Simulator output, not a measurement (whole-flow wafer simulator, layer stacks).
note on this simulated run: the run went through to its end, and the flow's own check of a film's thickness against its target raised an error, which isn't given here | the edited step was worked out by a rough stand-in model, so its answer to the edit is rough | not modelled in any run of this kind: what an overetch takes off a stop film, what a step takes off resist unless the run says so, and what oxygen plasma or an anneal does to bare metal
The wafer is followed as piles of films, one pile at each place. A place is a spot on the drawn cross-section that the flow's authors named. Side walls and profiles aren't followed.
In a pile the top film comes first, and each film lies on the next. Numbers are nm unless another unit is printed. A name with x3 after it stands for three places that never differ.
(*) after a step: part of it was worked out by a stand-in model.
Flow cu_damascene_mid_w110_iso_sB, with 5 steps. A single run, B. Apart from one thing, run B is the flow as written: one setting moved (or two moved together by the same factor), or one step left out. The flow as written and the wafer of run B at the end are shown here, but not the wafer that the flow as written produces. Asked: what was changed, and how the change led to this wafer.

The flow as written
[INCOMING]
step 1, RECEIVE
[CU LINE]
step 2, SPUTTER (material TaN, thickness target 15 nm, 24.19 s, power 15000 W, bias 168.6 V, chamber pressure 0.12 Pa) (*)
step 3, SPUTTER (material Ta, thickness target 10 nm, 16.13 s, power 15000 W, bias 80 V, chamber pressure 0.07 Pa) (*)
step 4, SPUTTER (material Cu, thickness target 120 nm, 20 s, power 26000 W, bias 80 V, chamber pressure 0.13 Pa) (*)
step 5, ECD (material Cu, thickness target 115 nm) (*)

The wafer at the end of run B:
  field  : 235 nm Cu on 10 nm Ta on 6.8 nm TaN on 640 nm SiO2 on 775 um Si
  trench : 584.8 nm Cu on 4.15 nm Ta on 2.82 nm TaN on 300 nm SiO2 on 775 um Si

What caused this: step 2, SPUTTER: thickness target 6.8 nm was run, whereas the flow has thickness target 15 nm; step 2, SPUTTER: 10.89 s was run, where the flow has 24.19 s.
The wafer itself shows it: field has TaN 6.8, and step 2 as written asks for 15 nm.

Step by step, how the change led to this:
  step 2, SPUTTER (material TaN, thickness target 15 nm, 24.19 s, power 15000 W, bias 168.6 V, chamber pressure 0.12 Pa) (*)
      field: +6.8 TaN (new film) (in the flow as written it would be: +15 TaN (new film))
      trench: +2.82 TaN (new film) (in the flow as written it would be: +6.23 TaN (new film))
  step 4, SPUTTER (material Cu, thickness target 120 nm, 20 s, power 26000 W, bias 80 V, chamber pressure 0.13 Pa) (*)
      trench: +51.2 Cu (new film) (in the flow as written it would be: +49.9 Cu (new film))
